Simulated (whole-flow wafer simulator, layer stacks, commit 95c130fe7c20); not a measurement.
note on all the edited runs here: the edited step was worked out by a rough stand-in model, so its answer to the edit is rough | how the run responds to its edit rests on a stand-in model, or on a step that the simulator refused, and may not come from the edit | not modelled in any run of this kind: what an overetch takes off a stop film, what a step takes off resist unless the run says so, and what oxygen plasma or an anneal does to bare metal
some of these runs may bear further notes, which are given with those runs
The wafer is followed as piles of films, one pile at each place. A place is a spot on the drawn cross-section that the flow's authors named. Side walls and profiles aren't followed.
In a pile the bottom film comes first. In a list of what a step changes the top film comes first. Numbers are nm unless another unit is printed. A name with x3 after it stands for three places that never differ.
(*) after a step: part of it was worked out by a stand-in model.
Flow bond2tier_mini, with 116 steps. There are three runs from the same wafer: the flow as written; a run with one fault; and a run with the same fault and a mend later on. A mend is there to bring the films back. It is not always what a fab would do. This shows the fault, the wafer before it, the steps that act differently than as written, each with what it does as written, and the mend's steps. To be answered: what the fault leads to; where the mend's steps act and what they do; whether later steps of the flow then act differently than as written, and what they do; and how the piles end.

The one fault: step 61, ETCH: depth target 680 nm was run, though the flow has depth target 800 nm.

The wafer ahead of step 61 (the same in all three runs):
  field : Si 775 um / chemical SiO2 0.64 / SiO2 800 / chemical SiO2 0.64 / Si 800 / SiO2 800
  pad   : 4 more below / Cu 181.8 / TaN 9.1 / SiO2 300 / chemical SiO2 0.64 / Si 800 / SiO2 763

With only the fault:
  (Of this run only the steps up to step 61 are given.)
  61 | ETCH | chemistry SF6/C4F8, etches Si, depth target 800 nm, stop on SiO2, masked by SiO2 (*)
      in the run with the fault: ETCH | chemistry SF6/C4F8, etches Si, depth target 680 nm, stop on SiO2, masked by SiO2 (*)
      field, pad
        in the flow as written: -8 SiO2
        in the run with the fault: -6.8 SiO2
  The piles after step 61 are only slightly different from the flow's at the places that both follow, by no more than 2% or 0.5 nm, whichever is larger.

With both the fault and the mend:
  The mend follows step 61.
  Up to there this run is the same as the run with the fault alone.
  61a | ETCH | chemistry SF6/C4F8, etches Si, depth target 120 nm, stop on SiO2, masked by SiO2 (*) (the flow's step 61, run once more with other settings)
      field, pad
        -1.2 SiO2
  Later steps of the flow that are run all act as written at every place that is followed.
  By the end, the piles equal the flow's at every place that both follow.
